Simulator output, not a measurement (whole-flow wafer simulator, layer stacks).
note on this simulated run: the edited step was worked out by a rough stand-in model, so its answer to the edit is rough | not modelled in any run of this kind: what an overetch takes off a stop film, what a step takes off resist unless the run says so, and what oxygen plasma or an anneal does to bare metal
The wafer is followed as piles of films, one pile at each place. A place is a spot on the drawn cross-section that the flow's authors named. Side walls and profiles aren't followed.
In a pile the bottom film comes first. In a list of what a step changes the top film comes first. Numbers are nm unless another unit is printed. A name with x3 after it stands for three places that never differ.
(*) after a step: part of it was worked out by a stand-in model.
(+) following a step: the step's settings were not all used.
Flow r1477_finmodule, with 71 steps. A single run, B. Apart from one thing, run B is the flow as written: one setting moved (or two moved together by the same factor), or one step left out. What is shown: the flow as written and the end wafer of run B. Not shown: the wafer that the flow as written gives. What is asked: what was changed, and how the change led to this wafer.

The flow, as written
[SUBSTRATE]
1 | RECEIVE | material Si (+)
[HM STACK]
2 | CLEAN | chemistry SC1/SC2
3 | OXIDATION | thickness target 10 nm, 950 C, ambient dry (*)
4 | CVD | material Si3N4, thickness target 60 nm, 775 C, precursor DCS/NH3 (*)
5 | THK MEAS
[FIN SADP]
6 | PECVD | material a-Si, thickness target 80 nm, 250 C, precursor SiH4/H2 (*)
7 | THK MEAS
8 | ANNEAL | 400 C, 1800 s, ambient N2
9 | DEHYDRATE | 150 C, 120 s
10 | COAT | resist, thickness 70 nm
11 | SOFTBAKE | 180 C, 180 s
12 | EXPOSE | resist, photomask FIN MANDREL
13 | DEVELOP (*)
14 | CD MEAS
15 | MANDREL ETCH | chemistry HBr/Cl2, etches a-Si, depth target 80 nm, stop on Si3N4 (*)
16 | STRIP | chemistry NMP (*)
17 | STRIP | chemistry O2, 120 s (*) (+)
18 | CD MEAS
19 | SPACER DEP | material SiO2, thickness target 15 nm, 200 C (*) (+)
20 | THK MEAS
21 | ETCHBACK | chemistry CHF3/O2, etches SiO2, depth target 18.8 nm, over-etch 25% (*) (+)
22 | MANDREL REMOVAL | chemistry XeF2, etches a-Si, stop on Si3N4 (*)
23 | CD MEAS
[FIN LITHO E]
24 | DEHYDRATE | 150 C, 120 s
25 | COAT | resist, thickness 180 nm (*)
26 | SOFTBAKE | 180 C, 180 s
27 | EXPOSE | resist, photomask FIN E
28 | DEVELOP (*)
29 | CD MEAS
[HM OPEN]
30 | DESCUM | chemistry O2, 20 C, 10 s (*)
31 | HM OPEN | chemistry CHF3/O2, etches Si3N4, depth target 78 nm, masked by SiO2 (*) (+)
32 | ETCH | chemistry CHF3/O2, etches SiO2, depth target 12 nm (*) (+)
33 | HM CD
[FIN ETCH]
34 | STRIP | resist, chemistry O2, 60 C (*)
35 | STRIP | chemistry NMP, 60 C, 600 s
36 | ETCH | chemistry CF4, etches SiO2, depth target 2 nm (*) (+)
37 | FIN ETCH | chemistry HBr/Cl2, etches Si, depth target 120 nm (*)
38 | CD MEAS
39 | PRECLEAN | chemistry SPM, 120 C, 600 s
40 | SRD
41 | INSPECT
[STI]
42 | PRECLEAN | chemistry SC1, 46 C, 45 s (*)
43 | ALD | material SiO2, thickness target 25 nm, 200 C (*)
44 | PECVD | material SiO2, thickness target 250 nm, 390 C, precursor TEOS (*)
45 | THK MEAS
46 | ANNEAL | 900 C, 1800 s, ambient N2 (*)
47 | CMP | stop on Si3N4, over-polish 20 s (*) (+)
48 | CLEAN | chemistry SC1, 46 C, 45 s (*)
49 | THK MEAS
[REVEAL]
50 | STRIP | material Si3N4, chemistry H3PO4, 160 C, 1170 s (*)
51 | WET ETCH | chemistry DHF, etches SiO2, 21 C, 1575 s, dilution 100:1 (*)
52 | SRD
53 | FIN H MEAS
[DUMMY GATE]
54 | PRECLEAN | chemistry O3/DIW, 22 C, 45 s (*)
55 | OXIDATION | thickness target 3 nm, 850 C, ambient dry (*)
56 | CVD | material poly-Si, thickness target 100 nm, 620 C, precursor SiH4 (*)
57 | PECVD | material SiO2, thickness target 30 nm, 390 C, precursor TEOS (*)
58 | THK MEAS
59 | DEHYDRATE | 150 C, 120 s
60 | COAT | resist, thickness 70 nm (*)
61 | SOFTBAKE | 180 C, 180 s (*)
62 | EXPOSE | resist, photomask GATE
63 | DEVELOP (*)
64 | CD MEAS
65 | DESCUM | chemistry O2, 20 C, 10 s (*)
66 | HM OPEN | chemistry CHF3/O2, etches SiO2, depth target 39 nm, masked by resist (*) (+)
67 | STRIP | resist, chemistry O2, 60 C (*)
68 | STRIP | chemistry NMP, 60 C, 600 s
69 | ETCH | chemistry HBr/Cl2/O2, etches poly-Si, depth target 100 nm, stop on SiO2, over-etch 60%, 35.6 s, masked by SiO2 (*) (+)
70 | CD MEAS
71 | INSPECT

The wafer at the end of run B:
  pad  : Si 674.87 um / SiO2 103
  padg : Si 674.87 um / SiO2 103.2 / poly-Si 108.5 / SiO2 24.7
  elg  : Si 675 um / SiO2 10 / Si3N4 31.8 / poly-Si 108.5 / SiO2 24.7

Cause: step 56, CVD: thickness target 108.5 nm was run, though the flow has thickness target 100 nm.
The wafer itself shows it: padg has poly-Si 108.5, and step 56 as written asks for 100 nm.

The path from the change to this, step by step:
  56 | CVD | material poly-Si, thickness target 100 nm, 620 C, precursor SiH4 (*)
      pad, padg, elg and 26 more: +108.5 poly-Si (new film) (as written it would have been: +100 poly-Si (new film))
      s40cg, s40co: +122.6 poly-Si (new film) (as written it would have been: +113.9 poly-Si (new film))
      (also at 5 further places)
  69 | ETCH | chemistry HBr/Cl2/O2, etches poly-Si, depth target 100 nm, stop on SiO2, over-etch 60%, 35.6 s, masked by SiO2 (*) (+)
      elo, e40lo, e100lo, e200lo: -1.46 chemical SiO2 (all of it), -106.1 poly-Si (all of it) (as written it would have been: -1.46 chemical SiO2 (all of it), -97.6 poly-Si (all of it), -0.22 Si3N4)
      pad, eso, e40so and 8 more: -1.46 chemical SiO2 (all of it), -106.1 poly-Si (all of it), -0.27 SiO2 (as written it would have been: -1.46 chemical SiO2 (all of it), -97.6 poly-Si (all of it), -0.42 SiO2)
      (also at 3 further places)
